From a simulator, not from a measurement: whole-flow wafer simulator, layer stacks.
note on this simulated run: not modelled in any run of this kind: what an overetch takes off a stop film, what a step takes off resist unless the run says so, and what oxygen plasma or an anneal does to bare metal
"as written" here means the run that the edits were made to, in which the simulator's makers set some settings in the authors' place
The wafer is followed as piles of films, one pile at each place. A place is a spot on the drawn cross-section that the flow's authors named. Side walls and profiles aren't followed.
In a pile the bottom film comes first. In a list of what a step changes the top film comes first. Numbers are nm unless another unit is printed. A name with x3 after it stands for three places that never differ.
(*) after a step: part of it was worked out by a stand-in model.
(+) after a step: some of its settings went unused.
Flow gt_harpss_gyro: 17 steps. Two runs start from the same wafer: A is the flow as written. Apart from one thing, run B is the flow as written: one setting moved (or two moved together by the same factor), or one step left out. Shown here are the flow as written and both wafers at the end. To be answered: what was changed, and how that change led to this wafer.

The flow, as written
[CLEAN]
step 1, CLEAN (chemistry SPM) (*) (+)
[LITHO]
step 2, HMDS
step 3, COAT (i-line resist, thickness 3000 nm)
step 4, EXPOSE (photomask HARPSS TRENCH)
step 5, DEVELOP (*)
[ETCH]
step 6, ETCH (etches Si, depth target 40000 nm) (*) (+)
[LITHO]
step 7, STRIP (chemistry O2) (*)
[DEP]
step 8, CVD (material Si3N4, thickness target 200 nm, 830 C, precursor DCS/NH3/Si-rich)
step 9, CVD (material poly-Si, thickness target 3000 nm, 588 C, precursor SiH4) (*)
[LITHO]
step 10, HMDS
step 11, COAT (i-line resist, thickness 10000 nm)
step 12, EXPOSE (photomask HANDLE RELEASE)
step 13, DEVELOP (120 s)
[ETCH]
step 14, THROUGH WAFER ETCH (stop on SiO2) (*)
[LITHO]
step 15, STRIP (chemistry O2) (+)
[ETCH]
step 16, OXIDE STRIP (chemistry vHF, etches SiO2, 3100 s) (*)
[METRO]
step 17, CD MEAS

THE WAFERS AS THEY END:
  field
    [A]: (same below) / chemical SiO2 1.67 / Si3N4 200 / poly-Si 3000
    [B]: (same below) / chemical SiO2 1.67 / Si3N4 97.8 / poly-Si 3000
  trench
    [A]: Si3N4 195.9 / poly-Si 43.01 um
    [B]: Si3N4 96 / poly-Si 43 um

The reason: step 8, CVD: thickness target 97.79 nm was run, whereas the flow has thickness target 200 nm.
One can read it off the wafer: field has Si3N4 97.8, and step 8 as written asks for 200 nm.

The path from the change to this, step by step:
  step 8, CVD (material Si3N4, thickness target 200 nm, 830 C, precursor DCS/NH3/Si-rich)
      field: A +200 Si3N4 (new film) | B +97.8 Si3N4 (new film)
      trench: A +195.9 Si3N4 (new film) | B +96 Si3N4 (new film)
  step 9, CVD (material poly-Si, thickness target 3000 nm, 588 C, precursor SiH4) (*)
      trench: A +43.01 um poly-Si (new film) | B +43 um poly-Si (new film)
